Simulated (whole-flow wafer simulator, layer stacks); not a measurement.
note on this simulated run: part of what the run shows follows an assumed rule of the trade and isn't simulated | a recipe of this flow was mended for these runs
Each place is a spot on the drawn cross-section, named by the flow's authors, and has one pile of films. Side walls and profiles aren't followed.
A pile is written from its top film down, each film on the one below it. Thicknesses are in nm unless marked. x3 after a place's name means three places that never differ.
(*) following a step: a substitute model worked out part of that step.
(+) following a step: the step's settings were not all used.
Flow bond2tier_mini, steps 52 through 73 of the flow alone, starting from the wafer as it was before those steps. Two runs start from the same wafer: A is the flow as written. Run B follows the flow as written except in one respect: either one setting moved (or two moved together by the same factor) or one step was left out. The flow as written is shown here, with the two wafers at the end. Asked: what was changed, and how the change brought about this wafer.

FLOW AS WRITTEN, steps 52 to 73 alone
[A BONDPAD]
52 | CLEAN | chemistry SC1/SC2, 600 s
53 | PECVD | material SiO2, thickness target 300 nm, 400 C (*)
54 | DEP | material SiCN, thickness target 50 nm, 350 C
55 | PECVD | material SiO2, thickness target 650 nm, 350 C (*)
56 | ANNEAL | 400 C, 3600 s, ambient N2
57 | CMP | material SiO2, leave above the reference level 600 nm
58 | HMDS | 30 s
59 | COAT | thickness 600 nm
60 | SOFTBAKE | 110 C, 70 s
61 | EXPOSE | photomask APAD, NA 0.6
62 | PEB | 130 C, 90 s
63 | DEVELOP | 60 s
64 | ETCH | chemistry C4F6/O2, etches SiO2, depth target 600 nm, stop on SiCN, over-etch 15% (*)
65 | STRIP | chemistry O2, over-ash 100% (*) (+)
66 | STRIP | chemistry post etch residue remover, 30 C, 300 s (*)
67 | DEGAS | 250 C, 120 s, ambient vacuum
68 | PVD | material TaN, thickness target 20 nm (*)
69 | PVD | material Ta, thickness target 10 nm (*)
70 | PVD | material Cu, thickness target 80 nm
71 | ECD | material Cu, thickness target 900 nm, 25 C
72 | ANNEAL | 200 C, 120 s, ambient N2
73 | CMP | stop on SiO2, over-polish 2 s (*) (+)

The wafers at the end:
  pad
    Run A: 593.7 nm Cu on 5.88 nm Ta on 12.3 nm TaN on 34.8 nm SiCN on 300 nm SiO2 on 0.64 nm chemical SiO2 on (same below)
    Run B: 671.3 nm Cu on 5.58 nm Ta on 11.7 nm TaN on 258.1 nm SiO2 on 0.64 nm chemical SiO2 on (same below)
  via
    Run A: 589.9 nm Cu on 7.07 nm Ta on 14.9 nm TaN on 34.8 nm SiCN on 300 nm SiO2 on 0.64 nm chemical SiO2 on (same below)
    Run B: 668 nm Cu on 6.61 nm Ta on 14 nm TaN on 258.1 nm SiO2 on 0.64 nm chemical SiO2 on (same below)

Cause: step 64, ETCH: depth target 816 nm was run, whereas the flow has depth target 600 nm.

The path from the change to this, step by step:
  64 | ETCH | chemistry C4F6/O2, etches SiO2, depth target 600 nm, stop on SiCN, over-etch 15% (*)
      pad, via: A -600 SiO2 (all of it), -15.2 SiCN | B -600 SiO2 (all of it), -50 SiCN (all of it), -41.9 SiO2
      field: A -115 thick-KrF-resist | B -135.6 thick-KrF-resist
  65 | STRIP | chemistry O2, over-ash 100% (*) (+)
      field: A -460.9 thick-KrF-resist (all of it) | B -440.3 thick-KrF-resist (all of it)
  68 | PVD | material TaN, thickness target 20 nm (*)
      pad: A +12.3 TaN (new film) | B +11.7 TaN (new film)
      via: A +14.9 TaN (new film) | B +14 TaN (new film)
  70 | PVD | material Cu, thickness target 80 nm
      pad: A +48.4 Cu (new film) | B +46 Cu (new film)
      via: A +59 Cu (new film) | B +55.4 Cu (new film)
  71 | ECD | material Cu, thickness target 900 nm, 25 C
      pad: A +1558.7 Cu | B +1638.6 Cu
      via: A +1544.3 Cu | B +1625.9 Cu
